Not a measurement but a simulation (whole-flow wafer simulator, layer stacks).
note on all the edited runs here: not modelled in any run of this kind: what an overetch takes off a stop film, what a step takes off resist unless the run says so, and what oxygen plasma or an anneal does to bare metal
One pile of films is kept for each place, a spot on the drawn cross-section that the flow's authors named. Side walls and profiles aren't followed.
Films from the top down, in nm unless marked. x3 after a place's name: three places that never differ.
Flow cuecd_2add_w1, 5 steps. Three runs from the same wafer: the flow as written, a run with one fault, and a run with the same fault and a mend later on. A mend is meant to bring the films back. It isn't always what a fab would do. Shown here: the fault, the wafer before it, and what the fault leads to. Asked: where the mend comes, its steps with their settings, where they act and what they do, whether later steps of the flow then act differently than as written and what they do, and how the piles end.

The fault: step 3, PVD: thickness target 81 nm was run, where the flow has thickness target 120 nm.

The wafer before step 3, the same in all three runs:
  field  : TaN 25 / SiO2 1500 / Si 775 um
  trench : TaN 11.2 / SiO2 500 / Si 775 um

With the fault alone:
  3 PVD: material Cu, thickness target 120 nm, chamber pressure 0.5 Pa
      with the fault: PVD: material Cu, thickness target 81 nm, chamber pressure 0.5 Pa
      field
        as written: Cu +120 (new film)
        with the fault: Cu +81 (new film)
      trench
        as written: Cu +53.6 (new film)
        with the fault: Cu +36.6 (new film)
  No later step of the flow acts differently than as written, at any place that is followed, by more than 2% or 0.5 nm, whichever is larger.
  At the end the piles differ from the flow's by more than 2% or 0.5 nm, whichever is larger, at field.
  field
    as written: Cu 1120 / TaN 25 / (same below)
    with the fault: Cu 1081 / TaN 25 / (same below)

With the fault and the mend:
  The mend comes after step 3.
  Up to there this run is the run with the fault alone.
  3a PVD: material Cu, thickness target 39 nm, chamber pressure 0.5 Pa (the flow's step 3 once more, with other settings)
      field
        Cu +39
      trench
        Cu +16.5
  No later step of the flow acts differently than as written, at any place that is followed, by more than 2% or 0.5 nm, whichever is larger.
  At the end the piles are the same as the flow's at every place that both follow.
